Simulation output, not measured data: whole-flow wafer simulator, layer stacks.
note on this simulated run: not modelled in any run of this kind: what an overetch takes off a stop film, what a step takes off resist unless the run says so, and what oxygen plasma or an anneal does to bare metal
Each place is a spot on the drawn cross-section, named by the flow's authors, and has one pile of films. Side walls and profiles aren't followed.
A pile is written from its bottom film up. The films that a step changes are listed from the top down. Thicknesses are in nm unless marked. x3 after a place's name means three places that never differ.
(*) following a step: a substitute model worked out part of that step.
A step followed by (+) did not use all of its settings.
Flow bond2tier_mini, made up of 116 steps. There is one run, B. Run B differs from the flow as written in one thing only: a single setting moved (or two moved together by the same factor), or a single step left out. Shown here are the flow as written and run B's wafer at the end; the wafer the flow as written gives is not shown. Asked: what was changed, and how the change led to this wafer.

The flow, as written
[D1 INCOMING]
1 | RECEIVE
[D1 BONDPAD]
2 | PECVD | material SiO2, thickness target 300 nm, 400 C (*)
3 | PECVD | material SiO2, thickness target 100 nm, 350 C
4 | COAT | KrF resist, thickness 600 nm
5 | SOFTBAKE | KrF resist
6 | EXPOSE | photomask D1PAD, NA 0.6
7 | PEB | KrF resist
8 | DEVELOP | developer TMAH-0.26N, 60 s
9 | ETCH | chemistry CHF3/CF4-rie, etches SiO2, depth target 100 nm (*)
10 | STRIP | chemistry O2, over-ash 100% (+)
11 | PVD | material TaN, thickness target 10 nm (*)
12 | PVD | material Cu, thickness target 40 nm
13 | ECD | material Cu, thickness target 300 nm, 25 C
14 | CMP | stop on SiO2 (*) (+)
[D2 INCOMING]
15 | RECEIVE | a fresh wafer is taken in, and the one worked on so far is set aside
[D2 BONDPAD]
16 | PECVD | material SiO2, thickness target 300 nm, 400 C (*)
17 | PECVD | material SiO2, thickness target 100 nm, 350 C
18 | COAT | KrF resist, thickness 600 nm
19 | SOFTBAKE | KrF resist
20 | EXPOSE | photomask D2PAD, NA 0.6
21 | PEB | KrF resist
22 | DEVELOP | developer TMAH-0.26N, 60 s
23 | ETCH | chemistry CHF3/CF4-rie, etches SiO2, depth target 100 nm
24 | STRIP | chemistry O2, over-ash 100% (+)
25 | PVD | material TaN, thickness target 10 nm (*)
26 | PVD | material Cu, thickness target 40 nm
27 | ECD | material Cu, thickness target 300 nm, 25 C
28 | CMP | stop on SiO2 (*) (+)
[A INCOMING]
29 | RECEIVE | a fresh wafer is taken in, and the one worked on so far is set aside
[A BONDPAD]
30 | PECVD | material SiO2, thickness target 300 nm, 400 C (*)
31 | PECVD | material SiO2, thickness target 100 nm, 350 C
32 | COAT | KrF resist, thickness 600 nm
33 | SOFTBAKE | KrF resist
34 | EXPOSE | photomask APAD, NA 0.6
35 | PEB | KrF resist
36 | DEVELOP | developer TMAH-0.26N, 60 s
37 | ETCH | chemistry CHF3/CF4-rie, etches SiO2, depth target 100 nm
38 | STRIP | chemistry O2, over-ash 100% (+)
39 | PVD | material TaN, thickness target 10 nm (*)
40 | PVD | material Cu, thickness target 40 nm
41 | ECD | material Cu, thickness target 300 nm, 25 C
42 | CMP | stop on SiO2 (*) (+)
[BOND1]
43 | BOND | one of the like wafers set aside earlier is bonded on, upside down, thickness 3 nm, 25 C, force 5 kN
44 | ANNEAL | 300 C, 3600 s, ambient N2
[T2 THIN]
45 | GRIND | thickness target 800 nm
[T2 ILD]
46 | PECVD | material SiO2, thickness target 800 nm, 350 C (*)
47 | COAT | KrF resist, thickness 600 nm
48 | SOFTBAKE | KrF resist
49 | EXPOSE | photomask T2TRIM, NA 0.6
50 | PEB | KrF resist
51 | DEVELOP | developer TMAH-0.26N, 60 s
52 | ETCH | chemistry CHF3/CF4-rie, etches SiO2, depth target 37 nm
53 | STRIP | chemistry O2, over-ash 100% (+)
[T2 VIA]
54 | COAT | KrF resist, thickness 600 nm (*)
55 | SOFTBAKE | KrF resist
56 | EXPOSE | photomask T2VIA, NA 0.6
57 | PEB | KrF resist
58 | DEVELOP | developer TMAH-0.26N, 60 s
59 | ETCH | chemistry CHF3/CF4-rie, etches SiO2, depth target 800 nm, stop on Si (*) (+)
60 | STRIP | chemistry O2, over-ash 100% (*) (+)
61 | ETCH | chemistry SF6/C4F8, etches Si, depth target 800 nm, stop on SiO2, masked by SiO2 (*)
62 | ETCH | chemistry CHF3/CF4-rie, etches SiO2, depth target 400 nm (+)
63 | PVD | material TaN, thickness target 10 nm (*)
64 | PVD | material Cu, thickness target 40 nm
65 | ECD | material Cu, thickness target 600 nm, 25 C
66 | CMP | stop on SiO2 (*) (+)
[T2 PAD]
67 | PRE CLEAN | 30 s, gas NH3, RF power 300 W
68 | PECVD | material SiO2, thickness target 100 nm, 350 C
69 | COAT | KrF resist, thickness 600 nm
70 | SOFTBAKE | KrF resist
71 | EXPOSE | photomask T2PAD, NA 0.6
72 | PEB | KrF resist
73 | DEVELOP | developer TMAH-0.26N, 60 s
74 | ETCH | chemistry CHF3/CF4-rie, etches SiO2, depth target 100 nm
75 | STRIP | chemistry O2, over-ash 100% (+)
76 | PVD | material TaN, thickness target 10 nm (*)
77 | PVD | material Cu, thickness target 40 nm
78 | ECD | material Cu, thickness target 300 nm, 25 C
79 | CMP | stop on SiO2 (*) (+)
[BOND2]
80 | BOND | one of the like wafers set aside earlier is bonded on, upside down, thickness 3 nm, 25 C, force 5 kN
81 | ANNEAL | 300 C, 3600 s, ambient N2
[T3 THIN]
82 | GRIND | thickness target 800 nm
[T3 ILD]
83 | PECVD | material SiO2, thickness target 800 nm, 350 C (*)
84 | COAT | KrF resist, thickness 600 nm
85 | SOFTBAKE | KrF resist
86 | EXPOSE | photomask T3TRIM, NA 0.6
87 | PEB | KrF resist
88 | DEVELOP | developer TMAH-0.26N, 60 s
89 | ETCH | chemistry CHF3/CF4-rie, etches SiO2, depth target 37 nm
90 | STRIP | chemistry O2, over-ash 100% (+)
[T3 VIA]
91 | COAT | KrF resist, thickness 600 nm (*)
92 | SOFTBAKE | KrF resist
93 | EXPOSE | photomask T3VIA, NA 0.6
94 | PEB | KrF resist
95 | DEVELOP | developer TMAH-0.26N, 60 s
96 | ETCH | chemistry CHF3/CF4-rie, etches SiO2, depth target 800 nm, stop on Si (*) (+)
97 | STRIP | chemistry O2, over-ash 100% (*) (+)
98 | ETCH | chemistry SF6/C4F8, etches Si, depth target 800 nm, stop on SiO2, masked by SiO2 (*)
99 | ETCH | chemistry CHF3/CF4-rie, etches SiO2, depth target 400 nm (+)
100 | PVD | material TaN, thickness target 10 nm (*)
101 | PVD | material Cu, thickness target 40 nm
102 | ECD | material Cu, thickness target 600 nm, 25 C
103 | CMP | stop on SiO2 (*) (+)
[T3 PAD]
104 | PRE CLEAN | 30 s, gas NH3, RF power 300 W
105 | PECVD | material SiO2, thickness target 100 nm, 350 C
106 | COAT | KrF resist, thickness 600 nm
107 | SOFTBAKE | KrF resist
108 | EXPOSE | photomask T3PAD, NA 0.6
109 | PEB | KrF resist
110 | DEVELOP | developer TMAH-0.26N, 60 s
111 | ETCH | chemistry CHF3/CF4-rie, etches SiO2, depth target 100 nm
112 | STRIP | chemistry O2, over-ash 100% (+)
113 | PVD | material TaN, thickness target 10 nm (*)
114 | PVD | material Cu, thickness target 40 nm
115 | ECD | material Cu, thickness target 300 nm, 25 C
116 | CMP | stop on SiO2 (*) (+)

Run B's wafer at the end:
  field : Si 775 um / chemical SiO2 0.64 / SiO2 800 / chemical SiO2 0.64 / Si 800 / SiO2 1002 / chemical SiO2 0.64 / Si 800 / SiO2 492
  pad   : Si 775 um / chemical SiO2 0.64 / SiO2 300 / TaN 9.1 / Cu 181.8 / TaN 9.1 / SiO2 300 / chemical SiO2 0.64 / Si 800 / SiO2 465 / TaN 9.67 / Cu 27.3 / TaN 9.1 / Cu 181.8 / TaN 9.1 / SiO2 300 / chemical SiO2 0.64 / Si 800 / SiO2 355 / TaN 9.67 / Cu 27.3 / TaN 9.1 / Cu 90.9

What caused this: step 62, ETCH: depth target 290 nm was run, whereas the flow has depth target 400 nm.

How this came from the change, step by step:
  62 | ETCH | chemistry CHF3/CF4-rie, etches SiO2, depth target 400 nm (+)
      field, pad: SiO2 loses 290 (as written it would have been: SiO2 loses 400)
